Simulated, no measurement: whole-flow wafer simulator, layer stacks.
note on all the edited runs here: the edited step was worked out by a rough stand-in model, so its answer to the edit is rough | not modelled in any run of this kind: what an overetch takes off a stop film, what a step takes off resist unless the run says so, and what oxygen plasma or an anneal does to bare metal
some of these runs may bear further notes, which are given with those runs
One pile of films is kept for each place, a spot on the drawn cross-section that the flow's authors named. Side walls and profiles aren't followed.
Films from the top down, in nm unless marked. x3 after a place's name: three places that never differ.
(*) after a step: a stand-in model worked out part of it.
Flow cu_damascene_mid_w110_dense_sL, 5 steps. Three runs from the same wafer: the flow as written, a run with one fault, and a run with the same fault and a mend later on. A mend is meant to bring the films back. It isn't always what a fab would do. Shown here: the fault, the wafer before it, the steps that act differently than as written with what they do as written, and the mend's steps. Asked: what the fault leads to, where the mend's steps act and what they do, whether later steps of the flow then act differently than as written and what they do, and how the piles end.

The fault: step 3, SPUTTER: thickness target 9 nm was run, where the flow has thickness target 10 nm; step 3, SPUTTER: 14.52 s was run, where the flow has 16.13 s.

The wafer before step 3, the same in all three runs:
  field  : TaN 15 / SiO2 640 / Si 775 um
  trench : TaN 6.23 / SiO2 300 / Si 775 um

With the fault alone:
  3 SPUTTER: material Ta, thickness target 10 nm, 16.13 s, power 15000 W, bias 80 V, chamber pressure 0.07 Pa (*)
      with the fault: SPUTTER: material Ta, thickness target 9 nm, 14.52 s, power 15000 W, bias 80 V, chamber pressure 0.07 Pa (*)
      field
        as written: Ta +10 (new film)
        with the fault: Ta +9 (new film)
  No later step of the flow acts differently than as written, at any place that is followed, by more than 2% or 0.5 nm, whichever is larger.
  At the end the piles differ from the flow's by more than 2% or 0.5 nm, whichever is larger, at field.
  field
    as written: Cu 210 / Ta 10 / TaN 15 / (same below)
    with the fault: Cu 210 / Ta 9 / TaN 15 / (same below)

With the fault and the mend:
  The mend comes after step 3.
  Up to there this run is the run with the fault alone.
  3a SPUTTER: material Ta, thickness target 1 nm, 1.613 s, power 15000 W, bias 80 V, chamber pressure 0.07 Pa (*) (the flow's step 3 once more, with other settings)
      field
        Ta +1
      trench
        Ta +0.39
  No later step of the flow acts differently than as written at any place that is followed.
  At the end the piles differ from the flow's only slightly at the places that both follow, by at most 2% or 0.5 nm, whichever is larger.
